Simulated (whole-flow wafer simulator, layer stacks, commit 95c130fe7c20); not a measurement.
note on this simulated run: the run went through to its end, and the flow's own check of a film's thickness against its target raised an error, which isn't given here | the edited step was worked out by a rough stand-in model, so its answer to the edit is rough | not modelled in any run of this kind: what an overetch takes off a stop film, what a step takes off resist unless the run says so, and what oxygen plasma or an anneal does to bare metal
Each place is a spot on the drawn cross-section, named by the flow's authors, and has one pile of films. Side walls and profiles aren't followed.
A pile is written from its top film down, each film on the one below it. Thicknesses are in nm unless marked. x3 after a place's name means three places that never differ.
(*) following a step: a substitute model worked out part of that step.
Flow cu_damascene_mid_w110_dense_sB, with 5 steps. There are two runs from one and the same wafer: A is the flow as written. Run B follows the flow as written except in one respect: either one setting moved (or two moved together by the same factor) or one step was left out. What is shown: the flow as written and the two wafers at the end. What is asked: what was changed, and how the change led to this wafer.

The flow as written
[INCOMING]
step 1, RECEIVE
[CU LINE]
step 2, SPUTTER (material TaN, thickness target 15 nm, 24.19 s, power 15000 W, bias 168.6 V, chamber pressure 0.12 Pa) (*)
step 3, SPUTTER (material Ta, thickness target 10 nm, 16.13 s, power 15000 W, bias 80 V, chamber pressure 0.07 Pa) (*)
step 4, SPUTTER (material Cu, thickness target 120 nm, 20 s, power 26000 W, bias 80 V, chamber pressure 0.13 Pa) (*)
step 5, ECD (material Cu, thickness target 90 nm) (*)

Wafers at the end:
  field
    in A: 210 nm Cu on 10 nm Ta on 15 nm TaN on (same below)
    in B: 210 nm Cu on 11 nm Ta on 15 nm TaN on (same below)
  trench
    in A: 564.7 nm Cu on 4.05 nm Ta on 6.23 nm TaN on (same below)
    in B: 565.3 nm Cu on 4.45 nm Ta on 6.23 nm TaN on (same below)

What caused this: step 3, SPUTTER: thickness target 11 nm was run, whereas the flow has thickness target 10 nm.
The wafer lets one read it off: field has Ta 11, and step 3 as written asks for 10 nm.

Step by step, how the change led to this:
  step 3, SPUTTER (material Ta, thickness target 10 nm, 16.13 s, power 15000 W, bias 80 V, chamber pressure 0.07 Pa) (*)
      field: A +10 Ta (new film) | B +11 Ta (new film)
